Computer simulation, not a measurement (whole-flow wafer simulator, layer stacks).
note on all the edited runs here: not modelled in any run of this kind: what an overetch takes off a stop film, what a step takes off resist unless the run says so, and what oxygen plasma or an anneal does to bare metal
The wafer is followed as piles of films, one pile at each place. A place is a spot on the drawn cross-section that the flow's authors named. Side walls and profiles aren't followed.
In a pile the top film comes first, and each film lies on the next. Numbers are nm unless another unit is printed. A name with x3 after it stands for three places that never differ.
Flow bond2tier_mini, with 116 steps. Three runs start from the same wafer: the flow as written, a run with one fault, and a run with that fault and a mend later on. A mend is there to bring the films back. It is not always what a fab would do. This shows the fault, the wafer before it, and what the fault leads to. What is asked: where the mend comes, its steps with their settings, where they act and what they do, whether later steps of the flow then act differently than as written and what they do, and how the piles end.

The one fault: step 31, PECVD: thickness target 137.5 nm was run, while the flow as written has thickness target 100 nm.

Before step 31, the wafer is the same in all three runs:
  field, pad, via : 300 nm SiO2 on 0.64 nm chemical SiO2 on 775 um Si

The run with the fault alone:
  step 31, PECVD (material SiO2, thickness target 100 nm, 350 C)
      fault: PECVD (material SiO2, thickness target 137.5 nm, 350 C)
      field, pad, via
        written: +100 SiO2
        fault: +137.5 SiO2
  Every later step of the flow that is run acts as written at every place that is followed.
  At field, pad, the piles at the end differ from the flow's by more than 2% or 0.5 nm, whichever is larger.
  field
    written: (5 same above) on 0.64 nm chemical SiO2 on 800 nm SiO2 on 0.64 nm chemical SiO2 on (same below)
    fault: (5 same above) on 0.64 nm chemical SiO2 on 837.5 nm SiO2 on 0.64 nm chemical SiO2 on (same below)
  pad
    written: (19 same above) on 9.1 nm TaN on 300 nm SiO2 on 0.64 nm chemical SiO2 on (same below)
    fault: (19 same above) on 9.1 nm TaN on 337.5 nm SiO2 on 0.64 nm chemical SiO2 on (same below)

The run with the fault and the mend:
  The mend follows step 31.
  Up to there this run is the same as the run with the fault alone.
  step 31a, ETCH (chemistry CHF3/CF4-rie, etches SiO2, depth target 37.5 nm) (the flow's step 9, run once more with other settings)
      field, pad, via
        -37.5 SiO2
  Every later step of the flow that is run acts as written at every place that is followed.
  The piles end the same as the flow's at every place that both follow.
